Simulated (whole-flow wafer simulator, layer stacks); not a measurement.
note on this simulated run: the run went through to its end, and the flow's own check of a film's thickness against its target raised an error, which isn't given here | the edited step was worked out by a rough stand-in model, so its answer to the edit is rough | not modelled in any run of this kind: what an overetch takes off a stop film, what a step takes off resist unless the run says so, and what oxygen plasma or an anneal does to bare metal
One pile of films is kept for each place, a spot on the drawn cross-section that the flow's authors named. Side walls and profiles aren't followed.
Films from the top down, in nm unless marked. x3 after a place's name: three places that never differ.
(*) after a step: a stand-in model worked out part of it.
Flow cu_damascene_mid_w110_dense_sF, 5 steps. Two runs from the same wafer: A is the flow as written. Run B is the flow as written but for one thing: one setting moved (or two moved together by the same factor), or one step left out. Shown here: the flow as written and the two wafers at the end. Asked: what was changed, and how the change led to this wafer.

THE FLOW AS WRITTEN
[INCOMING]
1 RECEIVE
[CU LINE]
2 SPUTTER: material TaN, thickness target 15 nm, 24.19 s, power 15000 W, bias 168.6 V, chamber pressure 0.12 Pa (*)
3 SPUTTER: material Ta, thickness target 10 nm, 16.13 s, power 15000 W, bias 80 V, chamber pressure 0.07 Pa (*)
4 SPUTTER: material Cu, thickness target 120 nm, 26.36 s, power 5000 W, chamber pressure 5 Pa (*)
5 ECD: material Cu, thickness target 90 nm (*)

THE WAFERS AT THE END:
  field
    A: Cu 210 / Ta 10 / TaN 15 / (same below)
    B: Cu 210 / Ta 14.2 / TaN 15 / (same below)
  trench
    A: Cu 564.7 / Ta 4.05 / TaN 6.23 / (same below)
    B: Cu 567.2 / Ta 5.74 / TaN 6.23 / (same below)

The cause: step 3, SPUTTER: thickness target 14.2 nm was run, where the flow has thickness target 10 nm; step 3, SPUTTER: 22.99 s was run, where the flow has 16.13 s.
It can be read off the wafer: field has Ta 14.2, and step 3 as written asks for 10 nm.

How the change led to this, step by step:
  3 SPUTTER: material Ta, thickness target 10 nm, 16.13 s, power 15000 W, bias 80 V, chamber pressure 0.07 Pa (*)
      field: A Ta +10 (new film) | B Ta +14.2 (new film)
      trench: A Ta +4.05 (new film) | B Ta +5.74 (new film)
